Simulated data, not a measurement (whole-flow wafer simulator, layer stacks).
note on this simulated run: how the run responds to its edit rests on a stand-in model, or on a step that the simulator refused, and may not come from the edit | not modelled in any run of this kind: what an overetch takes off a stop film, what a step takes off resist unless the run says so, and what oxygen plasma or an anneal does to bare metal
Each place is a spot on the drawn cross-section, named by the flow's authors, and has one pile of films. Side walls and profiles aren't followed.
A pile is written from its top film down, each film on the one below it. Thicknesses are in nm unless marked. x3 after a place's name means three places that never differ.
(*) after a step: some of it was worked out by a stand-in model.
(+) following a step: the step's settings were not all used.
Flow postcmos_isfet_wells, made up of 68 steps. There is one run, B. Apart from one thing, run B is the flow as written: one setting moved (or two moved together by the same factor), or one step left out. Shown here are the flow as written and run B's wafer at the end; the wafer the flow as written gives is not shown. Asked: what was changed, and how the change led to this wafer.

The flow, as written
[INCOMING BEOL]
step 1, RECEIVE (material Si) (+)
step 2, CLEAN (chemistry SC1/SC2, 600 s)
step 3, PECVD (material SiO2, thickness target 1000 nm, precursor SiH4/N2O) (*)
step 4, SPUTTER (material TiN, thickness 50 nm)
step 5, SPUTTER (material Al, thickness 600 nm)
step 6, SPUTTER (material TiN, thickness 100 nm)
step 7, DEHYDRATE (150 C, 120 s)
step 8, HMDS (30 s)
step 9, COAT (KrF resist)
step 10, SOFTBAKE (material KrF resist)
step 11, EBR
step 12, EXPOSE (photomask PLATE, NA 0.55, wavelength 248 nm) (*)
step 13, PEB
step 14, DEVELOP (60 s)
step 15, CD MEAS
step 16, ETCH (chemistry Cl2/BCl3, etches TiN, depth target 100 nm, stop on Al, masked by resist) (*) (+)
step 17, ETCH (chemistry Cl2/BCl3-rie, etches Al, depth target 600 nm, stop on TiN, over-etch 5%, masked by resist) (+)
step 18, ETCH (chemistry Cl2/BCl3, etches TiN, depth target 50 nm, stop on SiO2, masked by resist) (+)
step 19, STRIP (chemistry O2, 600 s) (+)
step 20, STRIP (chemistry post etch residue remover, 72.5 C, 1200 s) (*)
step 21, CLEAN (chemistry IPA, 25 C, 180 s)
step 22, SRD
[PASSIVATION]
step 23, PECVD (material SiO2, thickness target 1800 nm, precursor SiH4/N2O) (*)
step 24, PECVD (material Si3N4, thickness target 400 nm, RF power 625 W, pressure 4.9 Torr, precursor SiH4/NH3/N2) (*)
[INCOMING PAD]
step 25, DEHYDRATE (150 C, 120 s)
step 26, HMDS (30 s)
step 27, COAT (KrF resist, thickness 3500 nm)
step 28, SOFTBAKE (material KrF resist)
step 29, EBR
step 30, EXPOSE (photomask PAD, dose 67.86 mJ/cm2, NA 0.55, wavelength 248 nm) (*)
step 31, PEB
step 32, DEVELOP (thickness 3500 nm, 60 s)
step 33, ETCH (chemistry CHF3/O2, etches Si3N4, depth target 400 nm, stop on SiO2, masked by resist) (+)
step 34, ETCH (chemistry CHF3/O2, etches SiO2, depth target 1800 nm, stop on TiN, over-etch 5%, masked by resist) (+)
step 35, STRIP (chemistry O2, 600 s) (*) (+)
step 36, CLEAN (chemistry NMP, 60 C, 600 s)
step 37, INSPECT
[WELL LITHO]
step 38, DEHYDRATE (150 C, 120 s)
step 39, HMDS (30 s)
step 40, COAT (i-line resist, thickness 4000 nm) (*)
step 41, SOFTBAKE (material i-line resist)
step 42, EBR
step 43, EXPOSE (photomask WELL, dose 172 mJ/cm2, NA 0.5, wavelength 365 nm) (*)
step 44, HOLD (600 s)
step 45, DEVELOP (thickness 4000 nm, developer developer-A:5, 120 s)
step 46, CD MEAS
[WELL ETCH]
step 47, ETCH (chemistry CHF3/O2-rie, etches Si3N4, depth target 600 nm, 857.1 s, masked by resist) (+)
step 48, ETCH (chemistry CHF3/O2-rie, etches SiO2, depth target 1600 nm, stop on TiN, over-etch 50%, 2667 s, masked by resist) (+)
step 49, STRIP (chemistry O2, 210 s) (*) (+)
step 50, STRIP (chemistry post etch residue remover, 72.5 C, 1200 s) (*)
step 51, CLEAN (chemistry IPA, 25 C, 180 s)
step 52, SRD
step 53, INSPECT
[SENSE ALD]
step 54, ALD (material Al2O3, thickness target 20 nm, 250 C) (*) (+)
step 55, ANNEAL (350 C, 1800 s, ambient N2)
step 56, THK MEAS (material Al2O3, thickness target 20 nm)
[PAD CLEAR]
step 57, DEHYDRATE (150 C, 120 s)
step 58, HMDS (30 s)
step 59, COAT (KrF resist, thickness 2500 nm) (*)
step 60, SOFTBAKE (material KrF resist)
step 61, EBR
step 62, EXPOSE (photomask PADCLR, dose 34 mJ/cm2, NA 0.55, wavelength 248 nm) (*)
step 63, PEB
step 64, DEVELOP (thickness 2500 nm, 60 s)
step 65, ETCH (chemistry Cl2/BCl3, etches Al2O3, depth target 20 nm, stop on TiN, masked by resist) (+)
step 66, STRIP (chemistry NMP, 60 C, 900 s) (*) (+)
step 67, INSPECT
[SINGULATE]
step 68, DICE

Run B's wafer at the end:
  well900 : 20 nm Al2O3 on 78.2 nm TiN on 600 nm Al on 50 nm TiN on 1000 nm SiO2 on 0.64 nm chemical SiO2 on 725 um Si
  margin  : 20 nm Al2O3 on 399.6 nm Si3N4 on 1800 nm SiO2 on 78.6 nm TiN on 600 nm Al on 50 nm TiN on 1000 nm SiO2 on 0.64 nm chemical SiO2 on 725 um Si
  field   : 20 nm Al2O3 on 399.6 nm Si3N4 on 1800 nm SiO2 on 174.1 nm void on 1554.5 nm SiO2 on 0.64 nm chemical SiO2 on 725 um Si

Cause: step 6, SPUTTER: thickness 79 nm was run, though the flow has thickness 100 nm.

How this came from the change, step by step:
  step 6, SPUTTER (material TiN, thickness 100 nm)
      field, margin, well900, well1300 x3, pad_rim, pad_clr, pad_open: TiN gains 79 (new film) (it would be, as written: TiN gains 100 (new film))
  step 16, ETCH (chemistry Cl2/BCl3, etches TiN, depth target 100 nm, stop on Al, masked by resist) (*) (+)
      field: TiN loses 79 (all of it) (it would be, as written: TiN loses 100 (all of it))
  step 23, PECVD (material SiO2, thickness target 1800 nm, precursor SiH4/N2O) (*)
      field: SiO2 gains 1800 (new film), void gains 174.1 (new film), SiO2 gains 554.5 (it would be, as written: SiO2 gains 1800 (new film), void gains 189.9 (new film), SiO2 gains 559.7)
